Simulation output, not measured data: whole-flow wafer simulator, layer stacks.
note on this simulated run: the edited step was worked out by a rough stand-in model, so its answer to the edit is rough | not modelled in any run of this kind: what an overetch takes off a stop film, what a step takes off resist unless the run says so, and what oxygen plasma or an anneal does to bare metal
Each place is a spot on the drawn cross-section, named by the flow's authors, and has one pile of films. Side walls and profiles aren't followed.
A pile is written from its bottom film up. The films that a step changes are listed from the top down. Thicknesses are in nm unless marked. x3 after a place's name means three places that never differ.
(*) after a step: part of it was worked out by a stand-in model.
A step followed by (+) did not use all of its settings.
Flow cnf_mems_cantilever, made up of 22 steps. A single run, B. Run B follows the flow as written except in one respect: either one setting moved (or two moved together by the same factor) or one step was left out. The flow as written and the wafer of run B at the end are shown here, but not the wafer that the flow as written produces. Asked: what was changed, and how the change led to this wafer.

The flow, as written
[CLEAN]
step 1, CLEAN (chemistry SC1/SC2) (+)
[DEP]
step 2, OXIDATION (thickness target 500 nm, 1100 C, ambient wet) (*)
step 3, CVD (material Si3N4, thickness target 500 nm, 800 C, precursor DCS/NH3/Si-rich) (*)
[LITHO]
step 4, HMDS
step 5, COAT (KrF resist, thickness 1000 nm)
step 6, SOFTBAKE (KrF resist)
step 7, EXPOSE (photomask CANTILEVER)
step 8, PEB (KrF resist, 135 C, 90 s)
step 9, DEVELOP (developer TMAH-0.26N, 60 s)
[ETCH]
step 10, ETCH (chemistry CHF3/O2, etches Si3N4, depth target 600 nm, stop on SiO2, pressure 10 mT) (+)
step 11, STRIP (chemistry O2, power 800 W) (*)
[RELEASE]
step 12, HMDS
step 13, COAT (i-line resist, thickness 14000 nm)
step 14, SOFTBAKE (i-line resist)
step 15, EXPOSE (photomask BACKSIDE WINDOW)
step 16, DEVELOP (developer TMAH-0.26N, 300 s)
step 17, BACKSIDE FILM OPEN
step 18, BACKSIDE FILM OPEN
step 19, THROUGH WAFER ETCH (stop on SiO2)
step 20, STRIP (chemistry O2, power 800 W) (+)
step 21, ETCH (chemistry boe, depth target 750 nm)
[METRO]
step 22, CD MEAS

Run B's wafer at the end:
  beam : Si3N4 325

Cause: step 3, CVD: thickness target 325 nm was run, whereas the flow has thickness target 500 nm.
One can read it off the wafer: beam has Si3N4 325, and step 3 as written asks for 500 nm.

The path from the change to this, step by step:
  step 3, CVD (material Si3N4, thickness target 500 nm, 800 C, precursor DCS/NH3/Si-rich) (*)
      field, beam: +325 Si3N4 (new film) (in the flow as written it would be: +500 Si3N4 (new film))
  step 10, ETCH (chemistry CHF3/O2, etches Si3N4, depth target 600 nm, stop on SiO2, pressure 10 mT) (+)
      field: -325 Si3N4 (all of it) (in the flow as written it would be: -500 Si3N4 (all of it))
      beam: -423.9 KrF resist (in the flow as written it would be: -521.7 KrF resist)
  step 11, STRIP (chemistry O2, power 800 W) (*)
      beam: -517.8 KrF resist (all of it) (in the flow as written it would be: -419.9 KrF resist (all of it))
